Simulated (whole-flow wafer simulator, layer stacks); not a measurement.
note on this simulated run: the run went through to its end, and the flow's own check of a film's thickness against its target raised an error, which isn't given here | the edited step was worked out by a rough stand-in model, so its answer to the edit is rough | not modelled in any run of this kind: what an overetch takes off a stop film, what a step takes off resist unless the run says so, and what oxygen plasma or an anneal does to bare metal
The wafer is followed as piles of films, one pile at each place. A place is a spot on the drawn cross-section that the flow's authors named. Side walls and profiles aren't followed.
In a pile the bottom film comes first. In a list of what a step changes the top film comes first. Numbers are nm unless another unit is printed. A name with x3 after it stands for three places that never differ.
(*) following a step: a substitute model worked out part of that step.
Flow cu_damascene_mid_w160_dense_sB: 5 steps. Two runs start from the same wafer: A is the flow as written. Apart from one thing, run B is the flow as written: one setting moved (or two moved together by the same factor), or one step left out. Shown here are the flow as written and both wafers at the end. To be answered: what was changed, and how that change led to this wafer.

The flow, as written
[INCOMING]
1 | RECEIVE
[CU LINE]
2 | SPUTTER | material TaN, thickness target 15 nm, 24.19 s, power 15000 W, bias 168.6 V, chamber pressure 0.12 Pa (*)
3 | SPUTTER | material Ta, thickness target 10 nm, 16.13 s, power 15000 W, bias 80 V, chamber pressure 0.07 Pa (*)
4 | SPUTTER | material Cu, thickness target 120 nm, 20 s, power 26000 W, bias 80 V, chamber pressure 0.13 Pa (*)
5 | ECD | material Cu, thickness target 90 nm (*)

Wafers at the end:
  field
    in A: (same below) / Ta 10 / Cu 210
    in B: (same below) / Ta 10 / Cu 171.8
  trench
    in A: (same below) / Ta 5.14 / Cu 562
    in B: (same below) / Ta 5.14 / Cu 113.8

Cause: step 5, ECD: thickness target 51.8 nm was run, though the flow has thickness target 90 nm.

Step by step, how the change led to this:
  5 | ECD | material Cu, thickness target 90 nm (*)
      field: A Cu gains 90 | B Cu gains 51.8
      trench: A Cu gains 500 | B Cu gains 51.8
